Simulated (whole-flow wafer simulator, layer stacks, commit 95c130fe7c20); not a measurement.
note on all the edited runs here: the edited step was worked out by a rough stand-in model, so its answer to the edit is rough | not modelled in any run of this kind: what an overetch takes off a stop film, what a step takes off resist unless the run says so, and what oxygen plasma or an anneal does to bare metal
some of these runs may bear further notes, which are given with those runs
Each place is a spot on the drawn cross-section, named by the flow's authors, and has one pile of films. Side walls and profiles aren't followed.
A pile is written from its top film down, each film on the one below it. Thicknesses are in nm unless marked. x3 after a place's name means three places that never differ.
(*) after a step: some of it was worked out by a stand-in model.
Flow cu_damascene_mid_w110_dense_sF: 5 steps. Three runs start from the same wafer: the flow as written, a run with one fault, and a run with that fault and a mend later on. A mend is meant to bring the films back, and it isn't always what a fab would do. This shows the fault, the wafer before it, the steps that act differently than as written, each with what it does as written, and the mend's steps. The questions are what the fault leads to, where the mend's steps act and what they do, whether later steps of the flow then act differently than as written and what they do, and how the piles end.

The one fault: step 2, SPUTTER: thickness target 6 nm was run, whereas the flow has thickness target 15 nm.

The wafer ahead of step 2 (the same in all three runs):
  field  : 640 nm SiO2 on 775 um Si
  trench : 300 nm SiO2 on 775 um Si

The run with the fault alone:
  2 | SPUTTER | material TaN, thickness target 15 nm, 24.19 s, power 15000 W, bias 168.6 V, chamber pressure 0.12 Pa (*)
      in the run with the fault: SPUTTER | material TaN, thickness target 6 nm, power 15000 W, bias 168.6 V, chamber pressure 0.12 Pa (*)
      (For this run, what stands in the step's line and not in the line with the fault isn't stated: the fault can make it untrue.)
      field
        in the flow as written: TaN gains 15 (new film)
        in the run with the fault: TaN gains 6 (new film)
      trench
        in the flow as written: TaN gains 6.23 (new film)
        in the run with the fault: TaN gains 2.49 (new film)
  Steps later in the flow that act otherwise than as written (2 other steps are not shown; they differ only slightly, by no more than 2% or 0.5 nm, whichever is larger):
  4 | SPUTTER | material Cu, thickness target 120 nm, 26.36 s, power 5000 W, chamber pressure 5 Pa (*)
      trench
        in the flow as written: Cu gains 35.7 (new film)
        in the run with the fault: Cu gains 36.8 (new film)
  The piles end different from the flow's at field, trench by more than 2% or 0.5 nm, whichever is larger.
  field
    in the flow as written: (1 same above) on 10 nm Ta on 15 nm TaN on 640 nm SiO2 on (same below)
    in the run with the fault: (1 same above) on 10 nm Ta on 6 nm TaN on 640 nm SiO2 on (same below)
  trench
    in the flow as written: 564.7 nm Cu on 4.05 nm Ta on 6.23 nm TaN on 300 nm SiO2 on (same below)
    in the run with the fault: 559.3 nm Cu on 4.16 nm Ta on 2.49 nm TaN on 300 nm SiO2 on (same below)

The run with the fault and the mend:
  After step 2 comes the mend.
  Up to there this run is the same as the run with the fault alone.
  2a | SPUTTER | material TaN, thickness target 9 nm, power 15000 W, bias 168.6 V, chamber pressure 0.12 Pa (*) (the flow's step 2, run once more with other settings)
      field
        TaN gains 9
      trench
        TaN gains 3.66
  None of the later steps of the flow differs from how it acts as written, at any place that is followed, by more than 2% or 0.5 nm, whichever is larger.
  The piles end only slightly different from the flow's at the places that both follow, by no more than 2% or 0.5 nm, whichever is larger.
